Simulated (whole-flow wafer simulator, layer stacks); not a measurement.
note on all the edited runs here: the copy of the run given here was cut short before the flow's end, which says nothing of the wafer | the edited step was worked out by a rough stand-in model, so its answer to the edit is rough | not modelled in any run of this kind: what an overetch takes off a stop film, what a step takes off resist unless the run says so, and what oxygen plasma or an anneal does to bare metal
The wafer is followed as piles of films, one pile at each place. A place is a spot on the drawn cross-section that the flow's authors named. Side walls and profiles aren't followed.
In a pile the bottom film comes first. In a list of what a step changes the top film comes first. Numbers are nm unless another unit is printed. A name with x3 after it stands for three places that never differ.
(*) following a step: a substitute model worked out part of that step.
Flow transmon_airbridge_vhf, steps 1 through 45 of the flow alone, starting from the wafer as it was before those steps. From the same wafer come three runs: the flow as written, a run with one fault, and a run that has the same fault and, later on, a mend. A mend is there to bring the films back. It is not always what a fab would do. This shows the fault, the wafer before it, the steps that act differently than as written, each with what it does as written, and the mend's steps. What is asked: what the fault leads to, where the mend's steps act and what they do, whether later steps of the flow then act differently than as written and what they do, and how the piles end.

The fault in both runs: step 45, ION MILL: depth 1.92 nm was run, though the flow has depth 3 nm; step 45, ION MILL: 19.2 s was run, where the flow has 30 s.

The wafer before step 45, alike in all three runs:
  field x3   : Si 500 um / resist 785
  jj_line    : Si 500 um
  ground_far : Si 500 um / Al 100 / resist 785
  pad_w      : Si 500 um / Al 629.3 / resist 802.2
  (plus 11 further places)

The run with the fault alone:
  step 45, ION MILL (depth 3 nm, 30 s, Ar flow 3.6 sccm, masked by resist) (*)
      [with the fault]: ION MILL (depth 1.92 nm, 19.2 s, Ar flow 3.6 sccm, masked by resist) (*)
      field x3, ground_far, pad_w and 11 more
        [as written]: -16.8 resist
        [with the fault]: -10.7 resist
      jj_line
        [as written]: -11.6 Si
        [with the fault]: -7.44 Si
  Every later step of the flow that is run acts as written at every place that is followed.
  When the end is reached, the piles differ only a little from the flow's at the places that both follow, at most by 2% or 0.5 nm, whichever is larger.

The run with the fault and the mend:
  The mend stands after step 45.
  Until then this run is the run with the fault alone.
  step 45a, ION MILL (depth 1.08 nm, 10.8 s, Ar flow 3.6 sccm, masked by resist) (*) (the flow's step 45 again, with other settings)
      field x3, ground_far, pad_w and 11 more
        -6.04 resist
      jj_line
        -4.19 Si
  Every later step of the flow that is run acts as written at every place that is followed.
  By the end, the piles equal the flow's at every place that both follow.
